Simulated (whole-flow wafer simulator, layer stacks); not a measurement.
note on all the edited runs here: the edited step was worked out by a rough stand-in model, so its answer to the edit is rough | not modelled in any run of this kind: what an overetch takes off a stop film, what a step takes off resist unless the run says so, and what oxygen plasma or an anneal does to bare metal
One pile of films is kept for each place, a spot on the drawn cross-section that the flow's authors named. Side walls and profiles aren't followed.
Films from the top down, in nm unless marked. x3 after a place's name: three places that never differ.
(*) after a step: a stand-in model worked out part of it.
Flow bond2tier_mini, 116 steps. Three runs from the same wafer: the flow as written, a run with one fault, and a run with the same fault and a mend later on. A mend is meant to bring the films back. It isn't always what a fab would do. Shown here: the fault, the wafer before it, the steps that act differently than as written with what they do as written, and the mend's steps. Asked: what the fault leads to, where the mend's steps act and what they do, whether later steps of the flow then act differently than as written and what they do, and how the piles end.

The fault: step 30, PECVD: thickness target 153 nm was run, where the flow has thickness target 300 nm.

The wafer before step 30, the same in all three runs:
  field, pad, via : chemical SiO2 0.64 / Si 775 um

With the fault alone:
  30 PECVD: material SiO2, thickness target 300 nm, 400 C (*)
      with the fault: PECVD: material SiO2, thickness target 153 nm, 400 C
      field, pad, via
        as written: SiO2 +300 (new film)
        with the fault: SiO2 +153 (new film)
  No later step of the flow acts differently than as written at any place that is followed.
  At the end the piles differ from the flow's by more than 2% or 0.5 nm, whichever is larger, at field, pad.
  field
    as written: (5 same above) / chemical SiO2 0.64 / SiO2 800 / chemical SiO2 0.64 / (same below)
    with the fault: (5 same above) / chemical SiO2 0.64 / SiO2 653 / chemical SiO2 0.64 / (same below)
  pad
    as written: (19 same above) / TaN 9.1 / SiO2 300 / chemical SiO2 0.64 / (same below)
    with the fault: (19 same above) / TaN 9.1 / SiO2 153 / chemical SiO2 0.64 / (same below)

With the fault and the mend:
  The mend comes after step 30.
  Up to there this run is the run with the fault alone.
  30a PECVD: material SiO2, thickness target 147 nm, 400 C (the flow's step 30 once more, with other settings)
      field, pad, via
        SiO2 +147
  No later step of the flow acts differently than as written at any place that is followed.
  At the end the piles are the same as the flow's at every place that both follow.
